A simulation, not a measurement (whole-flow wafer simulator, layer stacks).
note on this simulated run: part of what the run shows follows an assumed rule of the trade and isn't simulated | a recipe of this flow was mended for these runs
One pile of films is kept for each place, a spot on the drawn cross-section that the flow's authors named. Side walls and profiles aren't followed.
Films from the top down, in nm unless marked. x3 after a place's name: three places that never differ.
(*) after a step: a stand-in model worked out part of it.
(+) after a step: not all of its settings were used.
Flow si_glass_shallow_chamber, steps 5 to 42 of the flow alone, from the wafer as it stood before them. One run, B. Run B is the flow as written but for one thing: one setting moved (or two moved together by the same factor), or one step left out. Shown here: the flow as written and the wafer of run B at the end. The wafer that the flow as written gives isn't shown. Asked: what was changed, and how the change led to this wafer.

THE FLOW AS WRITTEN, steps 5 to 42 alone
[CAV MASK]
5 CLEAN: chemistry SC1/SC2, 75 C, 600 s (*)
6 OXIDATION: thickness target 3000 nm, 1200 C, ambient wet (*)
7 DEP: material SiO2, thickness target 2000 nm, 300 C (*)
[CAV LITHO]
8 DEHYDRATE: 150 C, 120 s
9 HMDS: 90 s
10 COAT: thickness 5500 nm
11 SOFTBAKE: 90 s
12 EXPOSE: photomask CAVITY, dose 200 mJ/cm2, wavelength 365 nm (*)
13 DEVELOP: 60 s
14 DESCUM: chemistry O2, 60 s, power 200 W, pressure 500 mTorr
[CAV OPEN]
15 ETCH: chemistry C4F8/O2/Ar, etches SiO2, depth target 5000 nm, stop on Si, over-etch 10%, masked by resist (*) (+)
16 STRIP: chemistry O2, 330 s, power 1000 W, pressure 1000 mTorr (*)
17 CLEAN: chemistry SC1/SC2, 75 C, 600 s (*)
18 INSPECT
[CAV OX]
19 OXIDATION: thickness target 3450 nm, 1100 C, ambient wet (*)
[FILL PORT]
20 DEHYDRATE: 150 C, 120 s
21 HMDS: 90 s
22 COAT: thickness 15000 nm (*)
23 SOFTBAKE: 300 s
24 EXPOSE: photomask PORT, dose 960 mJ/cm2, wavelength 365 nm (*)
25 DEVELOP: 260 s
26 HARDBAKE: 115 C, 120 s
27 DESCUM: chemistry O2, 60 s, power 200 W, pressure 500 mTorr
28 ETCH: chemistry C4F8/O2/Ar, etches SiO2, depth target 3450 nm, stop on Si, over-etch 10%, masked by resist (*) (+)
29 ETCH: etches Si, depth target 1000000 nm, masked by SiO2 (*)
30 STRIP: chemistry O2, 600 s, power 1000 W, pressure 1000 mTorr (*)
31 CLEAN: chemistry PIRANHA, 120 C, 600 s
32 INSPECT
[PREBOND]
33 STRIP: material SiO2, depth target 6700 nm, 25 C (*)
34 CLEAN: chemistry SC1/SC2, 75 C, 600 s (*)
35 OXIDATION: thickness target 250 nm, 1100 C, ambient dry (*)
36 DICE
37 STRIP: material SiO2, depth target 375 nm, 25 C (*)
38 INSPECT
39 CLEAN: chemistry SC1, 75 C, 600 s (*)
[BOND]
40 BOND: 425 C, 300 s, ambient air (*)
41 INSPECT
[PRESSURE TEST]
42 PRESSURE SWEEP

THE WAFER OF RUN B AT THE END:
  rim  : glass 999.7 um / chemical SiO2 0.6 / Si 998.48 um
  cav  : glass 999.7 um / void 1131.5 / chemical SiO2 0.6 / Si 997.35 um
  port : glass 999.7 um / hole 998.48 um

The cause: step 6, OXIDATION: 1020 C was run, where the flow has 1200 C.

How the change led to this, step by step:
  6 OXIDATION: thickness target 3000 nm, 1200 C, ambient wet (*)
      rim, ramp, cav, port, septum, ring: SiO2 +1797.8 (new film), chemical SiO2 -0.6 (all of it), Si -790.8 (as written it would be: SiO2 +3000 (new film), chemical SiO2 -0.6 (all of it), Si -1319.7)
  15 ETCH: chemistry C4F8/O2/Ar, etches SiO2, depth target 5000 nm, stop on Si, over-etch 10%, masked by resist (*) (+)
      rim, ramp, septum, ring: thick-i-line-resist -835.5 (as written it would be: thick-i-line-resist -1100)
      cav, port: SiO2 -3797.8 (all of it), Si -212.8 (as written it would be: SiO2 -5000 (all of it), Si -62.5)
  16 STRIP: chemistry O2, 330 s, power 1000 W, pressure 1000 mTorr (*)
      rim, ramp, septum, ring: thick-i-line-resist -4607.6 (all of it) (as written it would be: thick-i-line-resist -4343.1 (all of it))
  19 OXIDATION: thickness target 3450 nm, 1100 C, ambient wet (*)
      rim, ramp, septum, ring: SiO2 +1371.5, Si -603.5 (as written it would be: SiO2 +1110.9, Si -488.8)
  22 COAT: thickness 15000 nm (*)
      rim: thick-i-line-resist +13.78 um (new film) (as written it would be: thick-i-line-resist +13.4 um (new film))
      ramp: thick-i-line-resist +13.39 um (new film) (as written it would be: thick-i-line-resist +12.89 um (new film))
      (and at 4 more places)
  23 SOFTBAKE: 300 s
      rim: thick-i-line-resist -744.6 (as written it would be: thick-i-line-resist -997)
      ramp: thick-i-line-resist -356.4 (as written it would be: thick-i-line-resist -487.1)
      (and at 4 more places)
  25 DEVELOP: 260 s
      port: thick-i-line-resist -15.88 um (all of it) (as written it would be: thick-i-line-resist -16.16 um (all of it))
  26 HARDBAKE: 115 C, 120 s
      rim, ramp: thick-i-line-resist -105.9 (as written it would be: thick-i-line-resist -98.2)
      cav: thick-i-line-resist -143.2 (as written it would be: thick-i-line-resist -147.1)
  29 ETCH: etches Si, depth target 1000000 nm, masked by SiO2 (*)
      rim, ramp: thick-i-line-resist -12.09 um (all of it), SiO2 -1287 (as written it would be: thick-i-line-resist -11.47 um (all of it), SiO2 -1617.3)
      port: hole +997.43 um (new film), Si -997.43 um (all of it) (as written it would be: hole +997.05 um (new film), Si -997.05 um (all of it))
      (and at 2 more places)
  30 STRIP: chemistry O2, 600 s, power 1000 W, pressure 1000 mTorr (*)
      cav: thick-i-line-resist -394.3 (all of it) (as written it would be: thick-i-line-resist -669.6 (all of it))
  33 STRIP: material SiO2, depth target 6700 nm, 25 C (*)
      rim: SiO2 -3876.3 (all of it) (as written it would be: SiO2 -4487.5 (all of it))
      ramp: SiO2 -3876.2 (all of it) (as written it would be: SiO2 -4487.5 (all of it))
      (and at 2 more places)
  40 BOND: 425 C, 300 s, ambient air (*)
      cav: glass +999.7 um (new film), void +1131.5 (new film) (as written it would be: glass +999.7 um (new film), void +1095.9 (new film))
      port: glass +999.7 um (new film), hole +1052.9 (as written it would be: glass +999.7 um (new film), hole +1017.3)
